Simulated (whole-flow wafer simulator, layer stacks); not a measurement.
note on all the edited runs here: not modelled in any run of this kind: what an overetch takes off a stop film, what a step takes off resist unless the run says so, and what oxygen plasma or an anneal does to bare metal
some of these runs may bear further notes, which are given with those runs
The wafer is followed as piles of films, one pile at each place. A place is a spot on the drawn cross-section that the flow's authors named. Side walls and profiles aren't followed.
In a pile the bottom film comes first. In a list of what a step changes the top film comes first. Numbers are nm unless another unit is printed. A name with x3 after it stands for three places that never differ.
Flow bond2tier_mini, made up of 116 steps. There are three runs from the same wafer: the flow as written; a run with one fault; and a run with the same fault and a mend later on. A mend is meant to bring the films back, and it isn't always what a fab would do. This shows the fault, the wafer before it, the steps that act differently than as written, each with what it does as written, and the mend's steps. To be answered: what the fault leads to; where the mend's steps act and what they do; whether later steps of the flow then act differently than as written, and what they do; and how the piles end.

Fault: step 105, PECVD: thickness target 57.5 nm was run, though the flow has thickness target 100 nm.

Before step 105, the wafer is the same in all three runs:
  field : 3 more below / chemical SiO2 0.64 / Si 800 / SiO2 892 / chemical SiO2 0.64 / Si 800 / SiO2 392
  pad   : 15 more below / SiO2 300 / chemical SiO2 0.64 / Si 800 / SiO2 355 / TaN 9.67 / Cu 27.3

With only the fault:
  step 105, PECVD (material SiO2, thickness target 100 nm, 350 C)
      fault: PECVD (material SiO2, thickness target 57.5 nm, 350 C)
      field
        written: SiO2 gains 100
        fault: SiO2 gains 57.5
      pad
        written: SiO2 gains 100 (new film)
        fault: SiO2 gains 57.5 (new film)
  Steps further on in the flow that do not act as written (not shown: 2 more steps that differ only slightly, by at most 2% or 0.5 nm, whichever is larger):
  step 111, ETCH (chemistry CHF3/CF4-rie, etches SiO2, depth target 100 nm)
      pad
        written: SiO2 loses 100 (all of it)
        fault: SiO2 loses 57.5 (all of it), Cu loses 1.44
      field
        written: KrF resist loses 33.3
        fault: KrF resist loses 28.8
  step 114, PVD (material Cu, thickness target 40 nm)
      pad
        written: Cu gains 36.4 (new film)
        fault: Cu gains 37.9 (new film)
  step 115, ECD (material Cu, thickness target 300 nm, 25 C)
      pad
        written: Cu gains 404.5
        fault: Cu gains 361.6
  By the end, the piles at field, pad depart from the flow's by more than 2% or 0.5 nm, whichever is larger.
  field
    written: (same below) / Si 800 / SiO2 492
    fault: (same below) / Si 800 / SiO2 449.5
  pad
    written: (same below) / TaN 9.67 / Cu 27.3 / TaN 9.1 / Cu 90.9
    fault: (same below) / TaN 9.67 / Cu 25.9 / TaN 9.51 / Cu 49.4

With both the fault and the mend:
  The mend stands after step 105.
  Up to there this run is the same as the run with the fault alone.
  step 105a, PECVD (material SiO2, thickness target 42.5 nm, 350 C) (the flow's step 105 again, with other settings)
      field, pad
        SiO2 gains 42.5
  Every later step of the flow that is run acts as written at every place that is followed.
  By the end, the piles equal the flow's at every place that both follow.
